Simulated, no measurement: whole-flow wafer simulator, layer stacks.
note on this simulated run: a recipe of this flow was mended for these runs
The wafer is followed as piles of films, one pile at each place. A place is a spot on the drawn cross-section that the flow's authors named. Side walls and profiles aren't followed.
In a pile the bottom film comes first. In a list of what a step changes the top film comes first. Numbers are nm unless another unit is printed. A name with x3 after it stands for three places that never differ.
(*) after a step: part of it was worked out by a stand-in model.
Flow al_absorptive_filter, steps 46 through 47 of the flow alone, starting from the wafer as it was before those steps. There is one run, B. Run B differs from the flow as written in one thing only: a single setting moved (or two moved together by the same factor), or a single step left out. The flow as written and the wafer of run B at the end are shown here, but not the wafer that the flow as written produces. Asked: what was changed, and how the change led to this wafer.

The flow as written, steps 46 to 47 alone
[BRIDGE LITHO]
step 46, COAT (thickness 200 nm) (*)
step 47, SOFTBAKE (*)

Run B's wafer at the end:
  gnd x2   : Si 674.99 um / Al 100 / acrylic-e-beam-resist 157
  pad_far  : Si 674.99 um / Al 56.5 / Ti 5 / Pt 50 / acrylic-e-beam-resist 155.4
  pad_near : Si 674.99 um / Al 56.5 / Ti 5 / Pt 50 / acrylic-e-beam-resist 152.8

Cause: step 46, COAT: thickness 157 nm was run, whereas the flow has thickness 200 nm.
The wafer lets one read it off: gnd x2 has acrylic-e-beam-resist 157, and step 46 as written asks for 200 nm.

The path from the change to this, step by step:
  step 46, COAT (thickness 200 nm) (*)
      gnd x2, idc_field: +157 acrylic-e-beam-resist (new film) (it would be, as written: +200 acrylic-e-beam-resist (new film))
      pad_far: +155.4 acrylic-e-beam-resist (new film) (it would be, as written: +198.5 acrylic-e-beam-resist (new film))
      (as well as at 10 more places)
